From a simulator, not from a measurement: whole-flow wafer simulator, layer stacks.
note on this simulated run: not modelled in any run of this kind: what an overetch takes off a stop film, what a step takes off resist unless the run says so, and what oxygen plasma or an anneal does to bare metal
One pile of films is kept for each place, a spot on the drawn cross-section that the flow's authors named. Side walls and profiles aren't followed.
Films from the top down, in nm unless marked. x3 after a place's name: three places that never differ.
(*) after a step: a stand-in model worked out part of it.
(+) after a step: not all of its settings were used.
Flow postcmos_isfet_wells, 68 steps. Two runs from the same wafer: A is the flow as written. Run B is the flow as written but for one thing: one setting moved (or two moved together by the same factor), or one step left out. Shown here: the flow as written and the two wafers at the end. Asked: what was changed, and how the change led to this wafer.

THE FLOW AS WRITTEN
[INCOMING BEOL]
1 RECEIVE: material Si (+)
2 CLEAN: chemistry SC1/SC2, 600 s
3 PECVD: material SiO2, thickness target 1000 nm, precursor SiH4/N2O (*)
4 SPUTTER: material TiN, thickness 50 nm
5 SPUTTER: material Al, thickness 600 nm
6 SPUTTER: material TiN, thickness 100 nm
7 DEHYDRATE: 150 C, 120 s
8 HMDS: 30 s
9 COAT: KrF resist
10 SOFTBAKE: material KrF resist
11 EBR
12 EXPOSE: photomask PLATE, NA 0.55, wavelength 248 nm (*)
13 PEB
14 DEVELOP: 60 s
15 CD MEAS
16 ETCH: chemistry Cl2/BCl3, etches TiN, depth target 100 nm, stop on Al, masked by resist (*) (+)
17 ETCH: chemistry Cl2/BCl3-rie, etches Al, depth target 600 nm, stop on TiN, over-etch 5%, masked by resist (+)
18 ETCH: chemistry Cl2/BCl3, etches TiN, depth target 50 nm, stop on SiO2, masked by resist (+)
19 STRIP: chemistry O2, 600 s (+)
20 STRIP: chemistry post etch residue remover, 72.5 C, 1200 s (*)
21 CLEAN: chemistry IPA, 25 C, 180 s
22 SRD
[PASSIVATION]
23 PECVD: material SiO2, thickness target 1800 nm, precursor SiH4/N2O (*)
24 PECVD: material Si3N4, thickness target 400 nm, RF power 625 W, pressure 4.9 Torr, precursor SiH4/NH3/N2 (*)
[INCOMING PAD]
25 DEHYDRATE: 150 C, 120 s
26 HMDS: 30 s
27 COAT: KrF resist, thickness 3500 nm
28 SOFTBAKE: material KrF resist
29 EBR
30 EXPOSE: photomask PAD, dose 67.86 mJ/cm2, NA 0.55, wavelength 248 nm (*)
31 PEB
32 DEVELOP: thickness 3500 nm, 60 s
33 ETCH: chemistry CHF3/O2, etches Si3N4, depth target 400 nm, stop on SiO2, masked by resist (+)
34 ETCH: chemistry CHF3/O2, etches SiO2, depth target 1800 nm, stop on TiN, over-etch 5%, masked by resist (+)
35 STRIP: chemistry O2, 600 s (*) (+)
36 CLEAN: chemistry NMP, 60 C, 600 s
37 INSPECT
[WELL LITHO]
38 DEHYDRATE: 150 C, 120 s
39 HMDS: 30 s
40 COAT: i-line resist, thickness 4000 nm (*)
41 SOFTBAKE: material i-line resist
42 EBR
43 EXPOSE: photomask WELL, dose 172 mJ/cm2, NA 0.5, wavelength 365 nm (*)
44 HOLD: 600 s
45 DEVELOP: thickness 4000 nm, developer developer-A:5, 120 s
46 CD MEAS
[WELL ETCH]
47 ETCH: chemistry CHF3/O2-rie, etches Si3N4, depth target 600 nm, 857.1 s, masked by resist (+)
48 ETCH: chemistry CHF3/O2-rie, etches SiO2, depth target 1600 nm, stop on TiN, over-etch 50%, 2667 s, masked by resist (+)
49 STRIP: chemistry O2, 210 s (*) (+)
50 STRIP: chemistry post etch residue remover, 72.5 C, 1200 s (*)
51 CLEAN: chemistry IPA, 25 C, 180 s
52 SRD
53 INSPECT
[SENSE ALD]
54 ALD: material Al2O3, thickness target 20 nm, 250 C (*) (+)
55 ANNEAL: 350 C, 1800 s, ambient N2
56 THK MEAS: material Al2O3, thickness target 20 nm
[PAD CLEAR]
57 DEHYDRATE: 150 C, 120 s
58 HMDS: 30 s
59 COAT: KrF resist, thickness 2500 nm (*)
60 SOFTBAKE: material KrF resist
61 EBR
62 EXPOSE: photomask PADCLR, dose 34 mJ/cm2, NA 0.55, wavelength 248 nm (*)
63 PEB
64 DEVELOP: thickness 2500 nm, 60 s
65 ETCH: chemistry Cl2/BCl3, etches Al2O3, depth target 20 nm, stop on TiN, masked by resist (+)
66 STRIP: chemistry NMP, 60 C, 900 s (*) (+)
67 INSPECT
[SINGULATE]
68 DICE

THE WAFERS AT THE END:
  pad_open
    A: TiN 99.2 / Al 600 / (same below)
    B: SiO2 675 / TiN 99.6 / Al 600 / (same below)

The cause: step 34, ETCH: depth target 1125 nm was run, where the flow has depth target 1800 nm.

How the change led to this, step by step:
  34 ETCH: chemistry CHF3/O2, etches SiO2, depth target 1800 nm, stop on TiN, over-etch 5%, masked by resist (+)
      pad_open: A SiO2 -1800 (all of it) | B SiO2 -1125
      field, margin, well900, well1300 x3, pad_rim, pad_clr: A KrF resist -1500 | B KrF resist -937.5
  35 STRIP: chemistry O2, 600 s (*) (+)
      field, margin, well900, well1300 x3, pad_rim, pad_clr: A KrF resist -1613.3 (all of it) | B KrF resist -2175.8 (all of it)
  40 COAT: i-line resist, thickness 4000 nm (*)
      pad_clr: A i-line resist +3256.8 (new film) | B i-line resist +3471.6 (new film)
      pad_open: A i-line resist +4804.7 (new film) | B i-line resist +4561.3 (new film)
  41 SOFTBAKE: material i-line resist
      pad_clr: A i-line resist -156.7 | B i-line resist -93.3
      pad_open: A i-line resist +115.3 | B i-line resist +83.6
  49 STRIP: chemistry O2, 210 s (*) (+)
      pad_clr: A i-line resist -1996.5 (all of it) | B i-line resist -2274.6 (all of it)
      pad_open: A i-line resist -3816.3 (all of it) | B i-line resist -3541.2 (all of it)
  59 COAT: KrF resist, thickness 2500 nm (*)
      pad_rim: A KrF resist +1976.4 (new film) | B KrF resist +2133.5 (new film)
      pad_clr: A KrF resist +1691.6 (new film) | B KrF resist +1924.5 (new film)
      (and at 1 more place)
  60 SOFTBAKE: material KrF resist
      pad_clr: A KrF resist -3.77 | B KrF resist -3.04
  63 PEB
      pad_rim: A KrF resist -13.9 | B KrF resist -15
      pad_clr: A KrF resist -11.8 | B KrF resist -13.5
      (and at 1 more place)
  64 DEVELOP: thickness 2500 nm, 60 s
      pad_clr: A KrF resist -1676 (all of it) | B KrF resist -1908 (all of it)
      pad_open: A KrF resist -3045.1 (all of it) | B KrF resist -2873 (all of it)
  66 STRIP: chemistry NMP, 60 C, 900 s (*) (+)
      pad_rim: A KrF resist -1923.7 (all of it) | B KrF resist -2079.4 (all of it)
